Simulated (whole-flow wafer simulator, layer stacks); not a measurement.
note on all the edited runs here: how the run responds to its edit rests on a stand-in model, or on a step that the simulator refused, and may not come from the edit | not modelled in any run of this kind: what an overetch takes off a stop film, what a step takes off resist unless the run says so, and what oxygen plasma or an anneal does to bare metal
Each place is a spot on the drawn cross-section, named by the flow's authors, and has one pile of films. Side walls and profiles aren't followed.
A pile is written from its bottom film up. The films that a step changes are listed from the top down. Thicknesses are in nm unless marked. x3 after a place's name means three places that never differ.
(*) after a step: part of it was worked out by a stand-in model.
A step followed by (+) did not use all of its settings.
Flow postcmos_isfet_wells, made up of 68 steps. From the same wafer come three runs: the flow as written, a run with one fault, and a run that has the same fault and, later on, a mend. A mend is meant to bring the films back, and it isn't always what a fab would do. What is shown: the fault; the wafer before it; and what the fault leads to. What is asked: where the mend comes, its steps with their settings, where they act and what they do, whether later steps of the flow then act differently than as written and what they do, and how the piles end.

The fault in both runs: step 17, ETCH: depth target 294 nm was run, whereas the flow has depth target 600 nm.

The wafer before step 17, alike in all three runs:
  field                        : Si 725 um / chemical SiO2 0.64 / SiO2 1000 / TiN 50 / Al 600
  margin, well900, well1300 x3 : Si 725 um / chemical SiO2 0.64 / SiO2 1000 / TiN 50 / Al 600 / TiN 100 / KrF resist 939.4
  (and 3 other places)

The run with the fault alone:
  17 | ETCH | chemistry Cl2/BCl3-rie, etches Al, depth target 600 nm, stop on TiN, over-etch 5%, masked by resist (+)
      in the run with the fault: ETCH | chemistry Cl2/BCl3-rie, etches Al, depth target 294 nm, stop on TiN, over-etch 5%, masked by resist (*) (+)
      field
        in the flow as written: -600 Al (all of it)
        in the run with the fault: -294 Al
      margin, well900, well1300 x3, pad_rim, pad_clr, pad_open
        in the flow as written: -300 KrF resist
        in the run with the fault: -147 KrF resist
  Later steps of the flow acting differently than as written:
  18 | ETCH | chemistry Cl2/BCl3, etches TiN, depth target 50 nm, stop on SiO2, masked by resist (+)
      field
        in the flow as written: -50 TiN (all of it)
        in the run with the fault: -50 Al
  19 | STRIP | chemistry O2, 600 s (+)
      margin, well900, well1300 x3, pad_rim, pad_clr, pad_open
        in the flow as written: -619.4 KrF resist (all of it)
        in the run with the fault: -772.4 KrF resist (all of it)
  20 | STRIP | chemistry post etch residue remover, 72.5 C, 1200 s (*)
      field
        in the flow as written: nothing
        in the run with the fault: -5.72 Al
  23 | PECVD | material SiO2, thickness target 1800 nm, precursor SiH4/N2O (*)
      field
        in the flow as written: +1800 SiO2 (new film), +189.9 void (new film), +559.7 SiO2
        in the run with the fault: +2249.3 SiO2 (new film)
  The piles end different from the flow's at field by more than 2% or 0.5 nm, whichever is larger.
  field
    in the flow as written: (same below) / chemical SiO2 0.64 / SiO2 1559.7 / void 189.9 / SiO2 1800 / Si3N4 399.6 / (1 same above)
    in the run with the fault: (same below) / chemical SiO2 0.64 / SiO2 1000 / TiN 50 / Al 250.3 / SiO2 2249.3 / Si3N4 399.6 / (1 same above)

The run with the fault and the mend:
  The mend follows step 17.
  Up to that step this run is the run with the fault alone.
  17a | ETCH | chemistry Cl2/BCl3-rie, etches Al, depth target 306 nm, stop on TiN, over-etch 5%, masked by resist (a further turn of the flow's step 17, with different settings)
      margin, well900, well1300 x3, pad_rim, pad_clr, pad_open
        -153 KrF resist
      field
        -306 Al (all of it)
  None of the later steps of the flow acts differently than as written at any place that is followed.
  By the end, the piles equal the flow's at every place that both follow.
